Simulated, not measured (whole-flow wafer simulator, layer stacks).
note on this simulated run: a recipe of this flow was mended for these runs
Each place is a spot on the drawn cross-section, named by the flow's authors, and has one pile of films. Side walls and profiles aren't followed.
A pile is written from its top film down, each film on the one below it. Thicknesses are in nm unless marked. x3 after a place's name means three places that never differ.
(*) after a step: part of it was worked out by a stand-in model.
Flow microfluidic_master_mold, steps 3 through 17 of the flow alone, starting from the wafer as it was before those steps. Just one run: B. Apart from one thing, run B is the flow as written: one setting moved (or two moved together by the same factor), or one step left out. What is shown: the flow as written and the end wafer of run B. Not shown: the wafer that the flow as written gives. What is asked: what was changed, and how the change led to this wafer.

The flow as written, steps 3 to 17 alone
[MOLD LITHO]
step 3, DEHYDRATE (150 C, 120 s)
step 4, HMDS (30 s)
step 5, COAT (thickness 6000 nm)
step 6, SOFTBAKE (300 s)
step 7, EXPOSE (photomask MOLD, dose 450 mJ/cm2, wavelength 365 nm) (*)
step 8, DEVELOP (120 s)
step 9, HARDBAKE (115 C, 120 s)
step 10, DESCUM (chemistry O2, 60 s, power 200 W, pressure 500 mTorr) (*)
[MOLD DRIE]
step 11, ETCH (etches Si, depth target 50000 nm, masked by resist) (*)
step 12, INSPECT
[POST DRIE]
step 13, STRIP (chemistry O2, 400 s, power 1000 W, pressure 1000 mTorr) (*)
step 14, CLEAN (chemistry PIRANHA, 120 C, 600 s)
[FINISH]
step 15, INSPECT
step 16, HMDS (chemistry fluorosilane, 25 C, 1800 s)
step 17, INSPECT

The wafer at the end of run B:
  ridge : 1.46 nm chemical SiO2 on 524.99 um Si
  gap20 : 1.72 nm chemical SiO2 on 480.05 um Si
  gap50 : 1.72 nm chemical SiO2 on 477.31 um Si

The reason: step 5, COAT: thickness 5100 nm was run, whereas the flow has thickness 6000 nm.

Step by step, how the change led to this:
  step 5, COAT (thickness 6000 nm)
      ridge, gap20, gap50, gap200 x2: thick-i-line-resist gains 5100 (new film) (as written it would have been: thick-i-line-resist gains 6000 (new film))
  step 8, DEVELOP (120 s)
      gap20, gap50, gap200 x2: thick-i-line-resist loses 5100 (all of it) (as written it would have been: thick-i-line-resist loses 6000 (all of it))
  step 9, HARDBAKE (115 C, 120 s)
      ridge: thick-i-line-resist loses 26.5 (as written it would have been: thick-i-line-resist loses 33.5)
  step 11, ETCH (etches Si, depth target 50000 nm, masked by resist) (*)
      gap20: chemical SiO2 loses 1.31 (all of it), Si loses 44.95 um (as written it would have been: chemical SiO2 loses 1.31 (all of it), Si loses 44.81 um)
      gap50: chemical SiO2 loses 1.31 (all of it), Si loses 47.69 um (as written it would have been: chemical SiO2 loses 1.31 (all of it), Si loses 47.62 um)
  step 13, STRIP (chemistry O2, 400 s, power 1000 W, pressure 1000 mTorr) (*)
      ridge: thick-i-line-resist loses 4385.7 (all of it), chemical SiO2 gains 0.86, Si loses 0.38 (as written it would have been: thick-i-line-resist loses 5278.7 (all of it), chemical SiO2 gains 0.78, Si loses 0.34)
